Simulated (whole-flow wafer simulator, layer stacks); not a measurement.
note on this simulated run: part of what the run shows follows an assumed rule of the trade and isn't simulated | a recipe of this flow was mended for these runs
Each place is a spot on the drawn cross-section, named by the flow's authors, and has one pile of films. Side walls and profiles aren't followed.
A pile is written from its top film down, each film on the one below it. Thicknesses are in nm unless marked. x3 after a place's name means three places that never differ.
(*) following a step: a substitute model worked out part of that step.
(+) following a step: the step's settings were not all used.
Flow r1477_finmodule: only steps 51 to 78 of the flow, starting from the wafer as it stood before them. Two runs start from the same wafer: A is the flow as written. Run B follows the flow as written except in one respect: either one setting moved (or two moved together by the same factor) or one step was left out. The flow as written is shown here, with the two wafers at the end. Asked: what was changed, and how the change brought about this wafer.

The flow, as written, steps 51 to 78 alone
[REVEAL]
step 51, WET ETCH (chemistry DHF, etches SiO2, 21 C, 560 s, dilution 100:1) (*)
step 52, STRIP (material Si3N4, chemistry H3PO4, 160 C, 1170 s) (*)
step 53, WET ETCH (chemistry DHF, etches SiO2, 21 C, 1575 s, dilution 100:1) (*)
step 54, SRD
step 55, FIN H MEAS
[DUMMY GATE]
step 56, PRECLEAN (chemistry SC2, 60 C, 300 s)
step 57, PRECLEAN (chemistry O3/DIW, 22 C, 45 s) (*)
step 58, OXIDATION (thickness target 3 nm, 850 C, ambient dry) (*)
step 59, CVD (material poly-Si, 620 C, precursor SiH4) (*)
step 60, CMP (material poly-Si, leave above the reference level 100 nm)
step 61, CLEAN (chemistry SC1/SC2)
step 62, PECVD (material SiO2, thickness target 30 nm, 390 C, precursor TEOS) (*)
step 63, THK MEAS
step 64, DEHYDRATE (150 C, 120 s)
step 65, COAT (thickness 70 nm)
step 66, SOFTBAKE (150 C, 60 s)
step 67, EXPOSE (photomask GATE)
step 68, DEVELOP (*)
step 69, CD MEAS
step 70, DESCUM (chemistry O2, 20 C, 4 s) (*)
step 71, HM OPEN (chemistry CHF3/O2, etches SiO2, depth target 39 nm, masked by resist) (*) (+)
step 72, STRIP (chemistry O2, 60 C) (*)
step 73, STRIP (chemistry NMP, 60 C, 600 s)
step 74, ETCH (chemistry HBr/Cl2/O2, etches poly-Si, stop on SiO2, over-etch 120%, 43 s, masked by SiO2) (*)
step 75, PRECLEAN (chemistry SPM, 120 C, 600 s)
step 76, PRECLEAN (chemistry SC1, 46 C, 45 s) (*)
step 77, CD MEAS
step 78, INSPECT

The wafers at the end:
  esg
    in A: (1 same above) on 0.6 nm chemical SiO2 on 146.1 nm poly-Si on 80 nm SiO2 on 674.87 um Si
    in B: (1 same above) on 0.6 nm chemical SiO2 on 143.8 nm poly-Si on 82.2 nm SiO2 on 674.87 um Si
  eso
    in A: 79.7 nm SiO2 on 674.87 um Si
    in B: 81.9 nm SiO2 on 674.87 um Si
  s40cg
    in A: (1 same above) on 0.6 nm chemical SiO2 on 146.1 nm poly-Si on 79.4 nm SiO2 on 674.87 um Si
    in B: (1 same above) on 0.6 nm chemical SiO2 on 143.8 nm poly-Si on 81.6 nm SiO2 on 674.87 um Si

The reason: step 53, WET ETCH: 20.3 C was run, while the flow as written has 21 C.

The path from the change to this, step by step:
  step 53, WET ETCH (chemistry DHF, etches SiO2, 21 C, 1575 s, dilution 100:1) (*)
      esg, e40sg, e100sg and 17 more: A -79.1 SiO2 | B -76.9 SiO2
      pad, padg: A -85.7 SiO2 | B -83.3 SiO2
  step 60, CMP (material poly-Si, leave above the reference level 100 nm)
      pad, padg: A -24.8 poly-Si | B -27.2 poly-Si
